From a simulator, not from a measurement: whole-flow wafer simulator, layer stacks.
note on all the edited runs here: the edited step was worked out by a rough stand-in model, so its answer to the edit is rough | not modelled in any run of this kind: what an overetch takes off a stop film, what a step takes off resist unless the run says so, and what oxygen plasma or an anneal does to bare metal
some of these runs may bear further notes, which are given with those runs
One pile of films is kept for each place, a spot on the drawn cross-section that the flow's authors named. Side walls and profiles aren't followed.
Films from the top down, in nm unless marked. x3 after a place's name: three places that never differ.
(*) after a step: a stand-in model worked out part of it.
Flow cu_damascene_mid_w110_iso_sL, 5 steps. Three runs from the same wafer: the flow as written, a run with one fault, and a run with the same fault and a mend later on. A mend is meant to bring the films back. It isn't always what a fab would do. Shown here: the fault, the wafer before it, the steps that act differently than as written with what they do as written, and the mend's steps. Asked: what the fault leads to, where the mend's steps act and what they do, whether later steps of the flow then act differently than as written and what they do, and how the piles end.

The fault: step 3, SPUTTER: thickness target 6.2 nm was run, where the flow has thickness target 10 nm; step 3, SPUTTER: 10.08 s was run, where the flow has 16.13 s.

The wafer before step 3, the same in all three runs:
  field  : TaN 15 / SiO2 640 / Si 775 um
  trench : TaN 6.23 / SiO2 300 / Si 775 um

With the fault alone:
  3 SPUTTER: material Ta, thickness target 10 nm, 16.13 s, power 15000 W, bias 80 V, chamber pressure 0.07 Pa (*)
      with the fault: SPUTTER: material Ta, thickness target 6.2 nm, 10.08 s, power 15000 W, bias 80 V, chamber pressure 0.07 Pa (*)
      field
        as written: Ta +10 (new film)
        with the fault: Ta +6.2 (new film)
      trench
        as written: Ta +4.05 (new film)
        with the fault: Ta +2.51 (new film)
  No later step of the flow acts differently than as written, at any place that is followed, by more than 2% or 0.5 nm, whichever is larger.
  At the end the piles differ from the flow's by more than 2% or 0.5 nm, whichever is larger, at field, trench.
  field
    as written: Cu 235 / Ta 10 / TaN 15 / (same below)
    with the fault: Cu 235 / Ta 6.2 / TaN 15 / (same below)
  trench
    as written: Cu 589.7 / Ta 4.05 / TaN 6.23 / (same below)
    with the fault: Cu 587.5 / Ta 2.51 / TaN 6.23 / (same below)

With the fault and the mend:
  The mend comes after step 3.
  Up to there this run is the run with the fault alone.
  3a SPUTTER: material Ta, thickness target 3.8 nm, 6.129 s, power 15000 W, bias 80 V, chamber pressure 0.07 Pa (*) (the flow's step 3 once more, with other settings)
      field
        Ta +3.8
      trench
        Ta +1.5
  No later step of the flow acts differently than as written at any place that is followed.
  At the end the piles differ from the flow's only slightly at the places that both follow, by at most 2% or 0.5 nm, whichever is larger.
